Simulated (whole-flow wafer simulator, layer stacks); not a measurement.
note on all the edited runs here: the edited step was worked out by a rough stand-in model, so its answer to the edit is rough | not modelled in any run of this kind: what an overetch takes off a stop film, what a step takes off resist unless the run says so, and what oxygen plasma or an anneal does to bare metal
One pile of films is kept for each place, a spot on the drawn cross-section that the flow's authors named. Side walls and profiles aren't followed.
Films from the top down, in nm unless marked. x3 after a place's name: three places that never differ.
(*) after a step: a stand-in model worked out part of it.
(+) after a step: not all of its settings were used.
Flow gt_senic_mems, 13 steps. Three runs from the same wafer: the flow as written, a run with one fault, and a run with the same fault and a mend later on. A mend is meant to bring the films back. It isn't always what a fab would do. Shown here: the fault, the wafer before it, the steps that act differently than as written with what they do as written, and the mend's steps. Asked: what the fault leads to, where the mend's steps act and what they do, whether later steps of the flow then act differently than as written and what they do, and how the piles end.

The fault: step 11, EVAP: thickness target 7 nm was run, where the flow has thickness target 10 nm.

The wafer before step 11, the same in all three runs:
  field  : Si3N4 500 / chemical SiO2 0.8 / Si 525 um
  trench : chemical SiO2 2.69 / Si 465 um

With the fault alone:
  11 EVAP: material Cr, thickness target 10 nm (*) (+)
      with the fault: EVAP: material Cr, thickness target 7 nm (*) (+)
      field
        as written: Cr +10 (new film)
        with the fault: Cr +7 (new film)
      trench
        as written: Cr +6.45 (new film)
        with the fault: Cr +4.52 (new film)
  No later step of the flow acts differently than as written at any place that is followed.
  At the end the piles differ from the flow's by more than 2% or 0.5 nm, whichever is larger, at field, trench.
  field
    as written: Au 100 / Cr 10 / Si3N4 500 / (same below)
    with the fault: Au 100 / Cr 7 / Si3N4 500 / (same below)
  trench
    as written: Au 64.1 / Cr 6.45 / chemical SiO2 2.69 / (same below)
    with the fault: Au 64.1 / Cr 4.52 / chemical SiO2 2.69 / (same below)

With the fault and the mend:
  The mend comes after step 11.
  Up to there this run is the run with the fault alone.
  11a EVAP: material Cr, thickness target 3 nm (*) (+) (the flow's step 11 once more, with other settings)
      field
        Cr +3
      trench
        Cr +1.94
  No later step of the flow acts differently than as written at any place that is followed.
  At the end the piles differ from the flow's only slightly at the places that both follow, by at most 2% or 0.5 nm, whichever is larger.
